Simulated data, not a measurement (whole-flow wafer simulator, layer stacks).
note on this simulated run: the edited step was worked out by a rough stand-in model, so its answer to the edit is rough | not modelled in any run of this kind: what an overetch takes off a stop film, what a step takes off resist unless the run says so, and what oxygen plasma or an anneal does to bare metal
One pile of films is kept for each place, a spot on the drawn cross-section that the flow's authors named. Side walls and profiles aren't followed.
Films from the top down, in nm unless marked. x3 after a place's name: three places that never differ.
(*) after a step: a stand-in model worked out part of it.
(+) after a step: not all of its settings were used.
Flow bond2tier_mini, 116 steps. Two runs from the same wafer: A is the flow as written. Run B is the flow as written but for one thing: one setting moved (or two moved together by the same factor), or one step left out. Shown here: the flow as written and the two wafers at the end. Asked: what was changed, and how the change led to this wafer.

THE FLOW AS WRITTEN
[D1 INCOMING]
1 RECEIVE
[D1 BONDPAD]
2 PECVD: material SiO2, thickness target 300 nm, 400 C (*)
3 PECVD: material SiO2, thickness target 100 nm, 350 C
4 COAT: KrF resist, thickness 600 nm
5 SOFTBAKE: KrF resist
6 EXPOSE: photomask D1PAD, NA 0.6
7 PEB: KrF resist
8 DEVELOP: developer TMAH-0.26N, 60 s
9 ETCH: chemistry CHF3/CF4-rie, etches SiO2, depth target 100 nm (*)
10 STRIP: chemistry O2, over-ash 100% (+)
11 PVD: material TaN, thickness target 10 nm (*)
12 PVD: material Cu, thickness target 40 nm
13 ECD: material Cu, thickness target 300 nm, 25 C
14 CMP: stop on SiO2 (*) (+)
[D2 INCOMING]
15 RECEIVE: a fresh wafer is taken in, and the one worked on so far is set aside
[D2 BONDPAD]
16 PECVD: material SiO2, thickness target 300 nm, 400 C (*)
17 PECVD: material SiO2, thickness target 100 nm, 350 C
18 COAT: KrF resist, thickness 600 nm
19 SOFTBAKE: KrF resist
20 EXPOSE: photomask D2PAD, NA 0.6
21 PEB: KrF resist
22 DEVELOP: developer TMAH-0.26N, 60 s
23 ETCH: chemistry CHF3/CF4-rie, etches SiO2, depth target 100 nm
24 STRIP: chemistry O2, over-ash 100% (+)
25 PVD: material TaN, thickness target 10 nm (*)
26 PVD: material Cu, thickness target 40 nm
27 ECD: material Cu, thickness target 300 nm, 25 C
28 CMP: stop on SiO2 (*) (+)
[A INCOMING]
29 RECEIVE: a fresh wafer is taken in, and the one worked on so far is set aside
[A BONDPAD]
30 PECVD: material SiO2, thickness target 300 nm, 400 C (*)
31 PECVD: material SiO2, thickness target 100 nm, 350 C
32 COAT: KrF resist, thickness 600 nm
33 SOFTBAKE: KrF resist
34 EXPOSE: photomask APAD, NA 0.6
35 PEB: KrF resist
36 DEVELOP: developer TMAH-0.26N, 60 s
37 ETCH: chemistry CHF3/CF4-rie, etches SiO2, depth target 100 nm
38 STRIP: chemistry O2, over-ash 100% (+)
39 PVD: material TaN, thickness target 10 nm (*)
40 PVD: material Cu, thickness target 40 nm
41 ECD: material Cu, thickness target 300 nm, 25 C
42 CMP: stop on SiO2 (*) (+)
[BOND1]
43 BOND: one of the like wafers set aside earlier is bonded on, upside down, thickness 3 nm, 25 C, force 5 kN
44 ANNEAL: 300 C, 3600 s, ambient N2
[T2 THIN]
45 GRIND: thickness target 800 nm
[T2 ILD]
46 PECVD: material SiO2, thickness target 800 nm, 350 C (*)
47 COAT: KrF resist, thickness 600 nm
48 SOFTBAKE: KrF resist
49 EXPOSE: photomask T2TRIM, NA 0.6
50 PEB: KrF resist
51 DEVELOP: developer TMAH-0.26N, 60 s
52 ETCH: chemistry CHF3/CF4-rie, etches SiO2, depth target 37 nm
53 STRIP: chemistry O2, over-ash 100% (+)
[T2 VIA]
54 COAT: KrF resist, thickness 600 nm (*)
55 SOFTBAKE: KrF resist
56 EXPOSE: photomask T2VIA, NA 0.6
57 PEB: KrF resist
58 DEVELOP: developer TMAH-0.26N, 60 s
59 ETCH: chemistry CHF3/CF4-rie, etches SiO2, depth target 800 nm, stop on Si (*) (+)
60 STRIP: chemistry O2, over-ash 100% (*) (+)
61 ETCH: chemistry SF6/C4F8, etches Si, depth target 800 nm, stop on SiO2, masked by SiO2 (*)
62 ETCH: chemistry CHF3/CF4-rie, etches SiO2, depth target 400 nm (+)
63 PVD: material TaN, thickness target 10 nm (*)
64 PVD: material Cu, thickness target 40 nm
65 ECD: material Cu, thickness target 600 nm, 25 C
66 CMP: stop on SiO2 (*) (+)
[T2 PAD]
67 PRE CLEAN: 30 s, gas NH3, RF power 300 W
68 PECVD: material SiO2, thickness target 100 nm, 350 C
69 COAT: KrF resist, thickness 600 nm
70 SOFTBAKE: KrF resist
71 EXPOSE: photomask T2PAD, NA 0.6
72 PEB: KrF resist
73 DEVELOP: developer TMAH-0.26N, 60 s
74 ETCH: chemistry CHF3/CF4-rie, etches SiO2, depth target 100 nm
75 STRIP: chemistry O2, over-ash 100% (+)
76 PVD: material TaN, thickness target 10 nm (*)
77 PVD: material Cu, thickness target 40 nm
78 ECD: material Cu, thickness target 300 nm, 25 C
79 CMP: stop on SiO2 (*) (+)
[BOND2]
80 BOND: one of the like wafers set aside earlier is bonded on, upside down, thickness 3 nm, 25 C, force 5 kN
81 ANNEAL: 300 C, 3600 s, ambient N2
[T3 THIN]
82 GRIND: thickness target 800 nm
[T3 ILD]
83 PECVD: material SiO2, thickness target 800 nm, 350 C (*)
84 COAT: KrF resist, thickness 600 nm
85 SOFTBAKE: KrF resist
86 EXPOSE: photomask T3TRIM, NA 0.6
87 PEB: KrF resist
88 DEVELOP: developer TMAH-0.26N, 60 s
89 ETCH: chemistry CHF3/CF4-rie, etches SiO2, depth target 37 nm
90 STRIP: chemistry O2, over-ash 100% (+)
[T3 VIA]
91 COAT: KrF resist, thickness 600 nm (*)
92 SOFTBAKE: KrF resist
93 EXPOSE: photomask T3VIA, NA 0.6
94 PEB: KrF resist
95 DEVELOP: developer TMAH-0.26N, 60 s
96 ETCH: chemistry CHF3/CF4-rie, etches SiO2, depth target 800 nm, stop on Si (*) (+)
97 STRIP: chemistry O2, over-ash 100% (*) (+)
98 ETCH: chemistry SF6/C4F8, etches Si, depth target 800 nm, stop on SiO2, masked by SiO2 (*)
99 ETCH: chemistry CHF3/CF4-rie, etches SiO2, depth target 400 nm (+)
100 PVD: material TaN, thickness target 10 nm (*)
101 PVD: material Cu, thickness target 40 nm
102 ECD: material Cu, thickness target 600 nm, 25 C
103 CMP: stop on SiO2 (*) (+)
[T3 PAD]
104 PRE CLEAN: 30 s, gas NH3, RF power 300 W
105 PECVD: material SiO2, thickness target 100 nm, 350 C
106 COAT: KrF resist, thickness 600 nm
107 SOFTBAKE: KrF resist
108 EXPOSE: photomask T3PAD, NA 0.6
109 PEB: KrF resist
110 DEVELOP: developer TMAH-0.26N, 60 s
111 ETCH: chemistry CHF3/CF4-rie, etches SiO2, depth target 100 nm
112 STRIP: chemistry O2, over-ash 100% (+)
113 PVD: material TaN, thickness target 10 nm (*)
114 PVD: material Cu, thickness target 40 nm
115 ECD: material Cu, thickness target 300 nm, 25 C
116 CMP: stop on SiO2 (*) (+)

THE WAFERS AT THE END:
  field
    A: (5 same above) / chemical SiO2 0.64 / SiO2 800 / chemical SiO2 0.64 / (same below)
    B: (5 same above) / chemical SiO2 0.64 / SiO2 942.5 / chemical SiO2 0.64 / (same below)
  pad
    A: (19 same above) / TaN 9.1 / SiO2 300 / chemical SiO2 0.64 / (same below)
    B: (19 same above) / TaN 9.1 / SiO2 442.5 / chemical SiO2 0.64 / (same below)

The cause: step 30, PECVD: thickness target 442.5 nm was run, where the flow has thickness target 300 nm.
It can be read off the wafer: pad has SiO2 442.5, and step 30 as written asks for 300 nm.

How the change led to this, step by step:
  30 PECVD: material SiO2, thickness target 300 nm, 400 C (*)
      field, pad, via: A SiO2 +300 (new film) | B SiO2 +442.5 (new film)
